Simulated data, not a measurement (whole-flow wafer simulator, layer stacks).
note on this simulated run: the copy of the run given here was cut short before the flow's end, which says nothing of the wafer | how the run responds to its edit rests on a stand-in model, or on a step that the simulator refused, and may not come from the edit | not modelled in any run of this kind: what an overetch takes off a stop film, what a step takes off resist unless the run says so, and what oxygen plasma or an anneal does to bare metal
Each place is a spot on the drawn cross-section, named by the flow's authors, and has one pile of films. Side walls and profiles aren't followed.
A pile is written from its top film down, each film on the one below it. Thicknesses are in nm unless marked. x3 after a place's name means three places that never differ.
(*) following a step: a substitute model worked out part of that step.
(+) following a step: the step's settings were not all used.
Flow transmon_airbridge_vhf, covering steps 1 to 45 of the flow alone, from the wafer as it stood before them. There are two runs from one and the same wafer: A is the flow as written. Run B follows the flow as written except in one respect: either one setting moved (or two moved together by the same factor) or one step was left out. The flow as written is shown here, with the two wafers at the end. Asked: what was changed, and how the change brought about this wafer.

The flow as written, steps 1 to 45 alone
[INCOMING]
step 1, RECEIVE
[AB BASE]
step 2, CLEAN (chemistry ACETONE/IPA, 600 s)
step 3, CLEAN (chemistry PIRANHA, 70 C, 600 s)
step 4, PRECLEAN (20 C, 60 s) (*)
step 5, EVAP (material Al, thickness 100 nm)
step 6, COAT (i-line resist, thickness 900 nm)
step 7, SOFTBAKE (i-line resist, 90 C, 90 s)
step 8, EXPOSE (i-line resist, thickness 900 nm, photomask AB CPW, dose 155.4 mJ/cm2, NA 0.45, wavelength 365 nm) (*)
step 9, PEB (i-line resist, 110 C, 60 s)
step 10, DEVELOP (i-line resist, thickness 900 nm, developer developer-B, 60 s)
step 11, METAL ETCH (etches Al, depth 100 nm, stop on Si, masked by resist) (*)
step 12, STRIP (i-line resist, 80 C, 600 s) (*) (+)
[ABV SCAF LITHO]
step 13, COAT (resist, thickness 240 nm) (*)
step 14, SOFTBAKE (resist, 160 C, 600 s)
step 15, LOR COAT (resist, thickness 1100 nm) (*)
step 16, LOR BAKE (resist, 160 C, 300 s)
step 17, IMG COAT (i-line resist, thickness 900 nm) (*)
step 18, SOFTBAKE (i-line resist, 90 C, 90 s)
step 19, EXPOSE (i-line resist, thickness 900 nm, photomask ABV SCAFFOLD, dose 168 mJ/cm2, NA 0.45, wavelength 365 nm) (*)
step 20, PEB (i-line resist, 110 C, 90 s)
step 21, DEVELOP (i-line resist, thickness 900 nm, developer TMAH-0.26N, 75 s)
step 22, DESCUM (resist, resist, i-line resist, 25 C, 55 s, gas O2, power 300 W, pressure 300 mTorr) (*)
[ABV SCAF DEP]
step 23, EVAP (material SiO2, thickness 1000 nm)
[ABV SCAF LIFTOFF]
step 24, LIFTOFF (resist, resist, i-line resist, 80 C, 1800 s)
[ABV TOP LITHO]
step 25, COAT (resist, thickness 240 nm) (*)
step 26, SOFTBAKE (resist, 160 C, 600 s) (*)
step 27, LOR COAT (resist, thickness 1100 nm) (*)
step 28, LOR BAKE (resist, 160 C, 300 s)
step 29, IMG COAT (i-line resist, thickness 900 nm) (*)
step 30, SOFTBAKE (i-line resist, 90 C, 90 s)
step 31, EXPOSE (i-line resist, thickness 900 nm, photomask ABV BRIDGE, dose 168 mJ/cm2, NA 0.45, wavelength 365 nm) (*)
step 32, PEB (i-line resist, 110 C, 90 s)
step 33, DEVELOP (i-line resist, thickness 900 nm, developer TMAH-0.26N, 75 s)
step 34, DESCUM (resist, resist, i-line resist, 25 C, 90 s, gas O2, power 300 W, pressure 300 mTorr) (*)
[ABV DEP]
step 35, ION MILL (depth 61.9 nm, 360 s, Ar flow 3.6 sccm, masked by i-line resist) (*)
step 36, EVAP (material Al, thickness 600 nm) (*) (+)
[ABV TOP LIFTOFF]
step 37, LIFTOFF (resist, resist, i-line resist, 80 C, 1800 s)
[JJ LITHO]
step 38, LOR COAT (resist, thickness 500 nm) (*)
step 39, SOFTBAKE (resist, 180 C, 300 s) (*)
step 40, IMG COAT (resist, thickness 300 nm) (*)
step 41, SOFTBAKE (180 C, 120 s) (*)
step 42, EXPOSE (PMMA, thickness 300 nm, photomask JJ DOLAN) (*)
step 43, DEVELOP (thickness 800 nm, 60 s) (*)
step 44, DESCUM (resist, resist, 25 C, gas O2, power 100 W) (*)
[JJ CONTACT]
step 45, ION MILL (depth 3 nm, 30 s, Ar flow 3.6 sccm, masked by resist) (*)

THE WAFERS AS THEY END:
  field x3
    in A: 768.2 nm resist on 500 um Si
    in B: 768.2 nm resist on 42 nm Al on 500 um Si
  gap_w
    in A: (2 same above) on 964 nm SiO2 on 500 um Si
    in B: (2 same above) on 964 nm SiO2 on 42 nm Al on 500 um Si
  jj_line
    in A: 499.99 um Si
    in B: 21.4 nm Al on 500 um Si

Cause: step 5, EVAP: thickness 142 nm was run, whereas the flow has thickness 100 nm.

How this came from the change, step by step:
  step 5, EVAP (material Al, thickness 100 nm)
      field x3, jj_line, ground_far and 12 more: A Al gains 100 (new film) | B Al gains 142 (new film)
  step 11, METAL ETCH (etches Al, depth 100 nm, stop on Si, masked by resist) (*)
      field x3, jj_line, gap_w, gap_e: A Al loses 100 (all of it) | B Al loses 100
  step 45, ION MILL (depth 3 nm, 30 s, Ar flow 3.6 sccm, masked by resist) (*)
      jj_line: A Si loses 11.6 | B Al loses 20.6
Taking metal films that touch as one body, field x3 has 1 body; the flow as written gives 0 bodies.
Taking metal films that touch as one body, gap_w has 2 bodies (between them, from the top down: SiO2 964); the flow as written gives 1 body.
Taking metal films that touch as one body, jj_line has 1 body; the flow as written gives 0 bodies.
